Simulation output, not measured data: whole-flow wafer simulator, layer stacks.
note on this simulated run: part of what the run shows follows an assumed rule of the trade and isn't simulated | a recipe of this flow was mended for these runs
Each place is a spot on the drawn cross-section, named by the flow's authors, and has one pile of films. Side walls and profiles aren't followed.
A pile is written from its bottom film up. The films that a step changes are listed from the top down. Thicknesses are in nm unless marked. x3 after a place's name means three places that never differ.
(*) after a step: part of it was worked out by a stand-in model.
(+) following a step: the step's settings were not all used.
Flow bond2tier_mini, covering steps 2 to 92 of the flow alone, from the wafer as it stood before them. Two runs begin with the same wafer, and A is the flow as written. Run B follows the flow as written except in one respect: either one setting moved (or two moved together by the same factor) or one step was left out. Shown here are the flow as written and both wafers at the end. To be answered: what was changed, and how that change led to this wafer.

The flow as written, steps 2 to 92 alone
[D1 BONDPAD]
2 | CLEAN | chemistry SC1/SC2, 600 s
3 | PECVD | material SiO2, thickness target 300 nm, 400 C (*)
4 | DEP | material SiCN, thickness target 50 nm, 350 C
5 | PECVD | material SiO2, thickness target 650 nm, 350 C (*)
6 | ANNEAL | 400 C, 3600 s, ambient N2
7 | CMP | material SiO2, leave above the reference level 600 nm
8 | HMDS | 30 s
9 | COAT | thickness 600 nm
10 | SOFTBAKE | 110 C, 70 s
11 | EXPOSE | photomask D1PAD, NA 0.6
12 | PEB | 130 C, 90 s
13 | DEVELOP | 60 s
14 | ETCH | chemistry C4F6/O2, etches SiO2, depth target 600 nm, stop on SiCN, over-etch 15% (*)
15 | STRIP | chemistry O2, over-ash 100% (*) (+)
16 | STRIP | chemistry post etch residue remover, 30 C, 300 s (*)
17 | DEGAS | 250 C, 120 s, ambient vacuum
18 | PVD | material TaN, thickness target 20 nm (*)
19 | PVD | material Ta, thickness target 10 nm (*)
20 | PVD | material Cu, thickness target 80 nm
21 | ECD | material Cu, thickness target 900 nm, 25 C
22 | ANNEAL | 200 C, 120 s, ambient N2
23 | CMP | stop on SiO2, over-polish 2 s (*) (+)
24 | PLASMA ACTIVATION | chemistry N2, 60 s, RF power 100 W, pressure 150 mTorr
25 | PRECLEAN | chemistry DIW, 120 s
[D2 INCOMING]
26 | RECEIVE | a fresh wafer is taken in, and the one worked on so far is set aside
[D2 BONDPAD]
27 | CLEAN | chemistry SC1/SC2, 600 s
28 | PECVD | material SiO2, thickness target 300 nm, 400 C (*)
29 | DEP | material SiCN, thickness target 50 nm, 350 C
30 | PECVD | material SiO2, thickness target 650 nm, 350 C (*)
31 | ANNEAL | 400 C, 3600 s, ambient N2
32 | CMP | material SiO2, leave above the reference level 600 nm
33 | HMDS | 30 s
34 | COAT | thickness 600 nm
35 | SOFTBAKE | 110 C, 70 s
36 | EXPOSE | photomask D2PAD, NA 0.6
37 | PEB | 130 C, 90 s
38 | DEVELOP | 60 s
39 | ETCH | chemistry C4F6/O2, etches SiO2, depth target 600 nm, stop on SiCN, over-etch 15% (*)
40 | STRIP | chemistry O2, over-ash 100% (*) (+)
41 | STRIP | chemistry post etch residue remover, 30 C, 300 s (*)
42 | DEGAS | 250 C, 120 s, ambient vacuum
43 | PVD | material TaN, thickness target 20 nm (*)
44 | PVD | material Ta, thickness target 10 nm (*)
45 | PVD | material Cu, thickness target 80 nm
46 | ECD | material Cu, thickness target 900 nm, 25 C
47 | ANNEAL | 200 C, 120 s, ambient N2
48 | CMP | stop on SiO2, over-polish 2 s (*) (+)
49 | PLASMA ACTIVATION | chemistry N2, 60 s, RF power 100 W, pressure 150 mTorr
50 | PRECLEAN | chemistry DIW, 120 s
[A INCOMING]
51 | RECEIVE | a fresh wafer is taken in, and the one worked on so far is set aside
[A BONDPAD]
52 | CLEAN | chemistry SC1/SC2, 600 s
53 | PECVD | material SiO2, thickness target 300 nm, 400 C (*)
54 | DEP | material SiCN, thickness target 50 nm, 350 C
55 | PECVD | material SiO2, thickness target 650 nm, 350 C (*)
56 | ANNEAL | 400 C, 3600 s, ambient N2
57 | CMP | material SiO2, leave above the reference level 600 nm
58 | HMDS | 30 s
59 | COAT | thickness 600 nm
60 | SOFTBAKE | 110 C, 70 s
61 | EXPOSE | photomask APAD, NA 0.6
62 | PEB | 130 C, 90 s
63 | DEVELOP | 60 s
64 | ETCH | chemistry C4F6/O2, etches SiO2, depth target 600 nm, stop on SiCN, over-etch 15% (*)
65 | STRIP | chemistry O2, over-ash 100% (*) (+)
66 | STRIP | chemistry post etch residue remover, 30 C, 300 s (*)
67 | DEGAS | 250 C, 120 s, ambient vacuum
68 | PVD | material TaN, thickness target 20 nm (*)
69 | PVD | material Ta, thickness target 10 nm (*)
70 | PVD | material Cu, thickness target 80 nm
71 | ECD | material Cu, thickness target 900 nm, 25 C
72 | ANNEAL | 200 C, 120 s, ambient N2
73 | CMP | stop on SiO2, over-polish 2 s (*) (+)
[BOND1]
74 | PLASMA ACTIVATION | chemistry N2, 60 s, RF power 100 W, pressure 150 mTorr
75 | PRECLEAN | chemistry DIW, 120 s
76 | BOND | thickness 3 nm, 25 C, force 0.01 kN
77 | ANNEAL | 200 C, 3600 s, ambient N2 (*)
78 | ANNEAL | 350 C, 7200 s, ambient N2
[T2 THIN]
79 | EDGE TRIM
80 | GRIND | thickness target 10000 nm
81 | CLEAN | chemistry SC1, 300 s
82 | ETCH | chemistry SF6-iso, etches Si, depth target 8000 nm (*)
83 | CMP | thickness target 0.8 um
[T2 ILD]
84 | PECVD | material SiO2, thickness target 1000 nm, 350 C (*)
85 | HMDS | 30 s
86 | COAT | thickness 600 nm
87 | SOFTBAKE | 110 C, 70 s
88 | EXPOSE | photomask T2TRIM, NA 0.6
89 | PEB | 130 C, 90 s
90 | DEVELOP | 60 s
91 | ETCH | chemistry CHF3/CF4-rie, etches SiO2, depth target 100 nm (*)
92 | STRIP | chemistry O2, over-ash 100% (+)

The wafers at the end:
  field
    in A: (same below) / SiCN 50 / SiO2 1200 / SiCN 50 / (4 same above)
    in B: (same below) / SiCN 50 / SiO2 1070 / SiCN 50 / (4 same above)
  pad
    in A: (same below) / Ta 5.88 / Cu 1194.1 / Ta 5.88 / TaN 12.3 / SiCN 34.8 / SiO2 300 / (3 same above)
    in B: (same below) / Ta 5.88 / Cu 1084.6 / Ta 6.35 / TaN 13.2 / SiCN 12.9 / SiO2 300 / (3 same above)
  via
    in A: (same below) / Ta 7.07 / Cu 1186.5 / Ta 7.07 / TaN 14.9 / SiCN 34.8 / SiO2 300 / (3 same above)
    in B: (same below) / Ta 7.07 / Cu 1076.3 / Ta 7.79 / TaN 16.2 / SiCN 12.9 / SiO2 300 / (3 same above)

Cause: step 7, CMP: leave above the reference level 470 nm was run, though the flow has leave above the reference level 600 nm; step 9, COAT: thickness 470 nm was run, where the flow has thickness 600 nm.

Step by step, how the change led to this:
  7 | CMP | material SiO2, leave above the reference level 600 nm
      field, pad, via: A SiO2 loses 50 | B SiO2 loses 180
  9 | COAT | thickness 600 nm
      field, pad, via: A thick-KrF-resist gains 600 (new film) | B thick-KrF-resist gains 470 (new film)
  12 | PEB | 130 C, 90 s
      field, pad, via: A thick-KrF-resist loses 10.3 | B thick-KrF-resist loses 7.81
  13 | DEVELOP | 60 s
      pad, via: A thick-KrF-resist loses 589.7 (all of it) | B thick-KrF-resist loses 462.2 (all of it)
  14 | ETCH | chemistry C4F6/O2, etches SiO2, depth target 600 nm, stop on SiCN, over-etch 15% (*)
      pad, via: A SiO2 loses 600 (all of it), SiCN loses 15.2 | B SiO2 loses 470 (all of it), SiCN loses 37.1
      field: A thick-KrF-resist loses 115 | B thick-KrF-resist loses 90.1
  15 | STRIP | chemistry O2, over-ash 100% (*) (+)
      field: A thick-KrF-resist loses 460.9 (all of it) | B thick-KrF-resist loses 358.4 (all of it)
  18 | PVD | material TaN, thickness target 20 nm (*)
      pad: A TaN gains 12.3 (new film) | B TaN gains 13.2 (new film)
      via: A TaN gains 14.9 (new film) | B TaN gains 16.2 (new film)
  19 | PVD | material Ta, thickness target 10 nm (*)
      via: A Ta gains 7.07 (new film) | B Ta gains 7.79 (new film)
  20 | PVD | material Cu, thickness target 80 nm
      pad: A Cu gains 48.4 (new film) | B Cu gains 52 (new film)
      via: A Cu gains 59 (new film) | B Cu gains 64.4 (new film)
  21 | ECD | material Cu, thickness target 900 nm, 25 C
      pad: A Cu gains 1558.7 | B Cu gains 1445.6
      via: A Cu gains 1544.3 | B Cu gains 1428.7
  76 | BOND | thickness 3 nm, 25 C, force 0.01 kN
      field: A Si gains 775 um (new film), chemical SiO2 gains 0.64 (new film), SiO2 gains 300 (new film), SiCN gains 50 (new film), SiO2 gains 600 | B Si gains 775 um (new film), chemical SiO2 gains 0.64 (new film), SiO2 gains 300 (new film), SiCN gains 50 (new film), SiO2 gains 470
      pad: A Si gains 775 um (new film), chemical SiO2 gains 0.64 (new film), SiO2 gains 300 (new film), SiCN gains 34.8 (new film), TaN gains 12.3 (new film), Ta gains 5.88 (new film), Cu gains 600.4 | B Si gains 775 um (new film), chemical SiO2 gains 0.64 (new film), SiO2 gains 300 (new film), SiCN gains 12.9 (new film), TaN gains 13.2 (new film), Ta gains 6.35 (new film), Cu gains 490.9
      (also at 1 further place)
